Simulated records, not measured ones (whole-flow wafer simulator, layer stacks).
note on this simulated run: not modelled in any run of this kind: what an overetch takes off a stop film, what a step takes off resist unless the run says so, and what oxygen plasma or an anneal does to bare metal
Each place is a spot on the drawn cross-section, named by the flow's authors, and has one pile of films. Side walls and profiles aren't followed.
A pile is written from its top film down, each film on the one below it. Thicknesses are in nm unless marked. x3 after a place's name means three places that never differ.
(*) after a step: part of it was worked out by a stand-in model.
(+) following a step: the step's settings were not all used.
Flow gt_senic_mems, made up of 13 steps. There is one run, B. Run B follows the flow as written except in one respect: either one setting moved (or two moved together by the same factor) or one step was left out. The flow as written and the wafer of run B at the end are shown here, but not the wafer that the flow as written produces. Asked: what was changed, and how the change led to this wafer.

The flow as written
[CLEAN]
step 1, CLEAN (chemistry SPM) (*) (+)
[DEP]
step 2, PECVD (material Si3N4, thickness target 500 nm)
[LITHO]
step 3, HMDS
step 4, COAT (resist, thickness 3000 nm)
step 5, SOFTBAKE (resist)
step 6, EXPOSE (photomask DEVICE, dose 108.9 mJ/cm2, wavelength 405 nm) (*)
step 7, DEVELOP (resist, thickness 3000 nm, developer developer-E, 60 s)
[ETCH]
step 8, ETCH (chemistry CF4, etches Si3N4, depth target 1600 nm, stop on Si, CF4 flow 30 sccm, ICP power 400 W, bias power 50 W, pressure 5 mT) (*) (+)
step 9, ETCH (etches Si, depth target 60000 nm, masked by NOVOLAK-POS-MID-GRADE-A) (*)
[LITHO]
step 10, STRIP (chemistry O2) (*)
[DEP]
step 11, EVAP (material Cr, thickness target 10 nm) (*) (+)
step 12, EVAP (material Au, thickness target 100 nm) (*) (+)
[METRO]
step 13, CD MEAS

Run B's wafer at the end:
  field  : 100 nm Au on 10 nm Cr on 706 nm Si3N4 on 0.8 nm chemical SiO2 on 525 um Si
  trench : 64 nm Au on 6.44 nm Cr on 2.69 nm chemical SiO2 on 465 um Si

What caused this: step 2, PECVD: thickness target 706 nm was run, though the flow has thickness target 500 nm.
The wafer itself shows it: field has Si3N4 706, and step 2 as written asks for 500 nm.

Step by step, how the change led to this:
  step 2, PECVD (material Si3N4, thickness target 500 nm)
      field, trench: Si3N4 gains 706 (new film) (it would be, as written: Si3N4 gains 500 (new film))
  step 8, ETCH (chemistry CF4, etches Si3N4, depth target 1600 nm, stop on Si, CF4 flow 30 sccm, ICP power 400 W, bias power 50 W, pressure 5 mT) (*) (+)
      field: resist loses 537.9 (it would be, as written: resist loses 400.5)
      trench: Si3N4 loses 706 (all of it), chemical SiO2 loses 0.8 (all of it) (it would be, as written: Si3N4 loses 500 (all of it), chemical SiO2 loses 0.8 (all of it))
  step 10, STRIP (chemistry O2) (*)
      field: resist loses 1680 (all of it) (it would be, as written: resist loses 1817.3 (all of it))
